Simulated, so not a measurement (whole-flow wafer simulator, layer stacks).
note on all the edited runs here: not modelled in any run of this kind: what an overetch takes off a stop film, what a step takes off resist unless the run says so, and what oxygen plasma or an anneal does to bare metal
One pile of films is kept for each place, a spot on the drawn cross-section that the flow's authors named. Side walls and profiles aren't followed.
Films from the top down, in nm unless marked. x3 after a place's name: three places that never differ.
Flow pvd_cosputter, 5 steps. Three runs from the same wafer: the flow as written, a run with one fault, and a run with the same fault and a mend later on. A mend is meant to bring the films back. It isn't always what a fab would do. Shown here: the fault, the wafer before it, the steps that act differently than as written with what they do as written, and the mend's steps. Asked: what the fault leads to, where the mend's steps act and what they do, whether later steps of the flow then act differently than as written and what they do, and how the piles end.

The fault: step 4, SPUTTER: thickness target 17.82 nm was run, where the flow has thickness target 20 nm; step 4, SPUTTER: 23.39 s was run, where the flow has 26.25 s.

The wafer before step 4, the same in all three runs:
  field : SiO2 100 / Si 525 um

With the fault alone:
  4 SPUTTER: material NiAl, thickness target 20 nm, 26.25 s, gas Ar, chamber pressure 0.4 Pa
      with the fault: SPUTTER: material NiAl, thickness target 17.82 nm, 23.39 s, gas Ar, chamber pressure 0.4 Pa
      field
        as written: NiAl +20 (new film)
        with the fault: NiAl +17.8 (new film)
  No later step of the flow acts differently than as written at any place that is followed.
  At the end the piles differ from the flow's by more than 2% or 0.5 nm, whichever is larger, at field.
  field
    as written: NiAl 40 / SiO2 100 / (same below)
    with the fault: NiAl 37.8 / SiO2 100 / (same below)

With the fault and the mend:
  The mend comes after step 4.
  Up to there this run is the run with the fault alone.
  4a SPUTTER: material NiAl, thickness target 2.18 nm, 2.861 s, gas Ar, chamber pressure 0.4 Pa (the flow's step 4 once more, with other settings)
      field
        NiAl +2.18
  No later step of the flow acts differently than as written at any place that is followed.
  At the end the piles are the same as the flow's at every place that both follow.
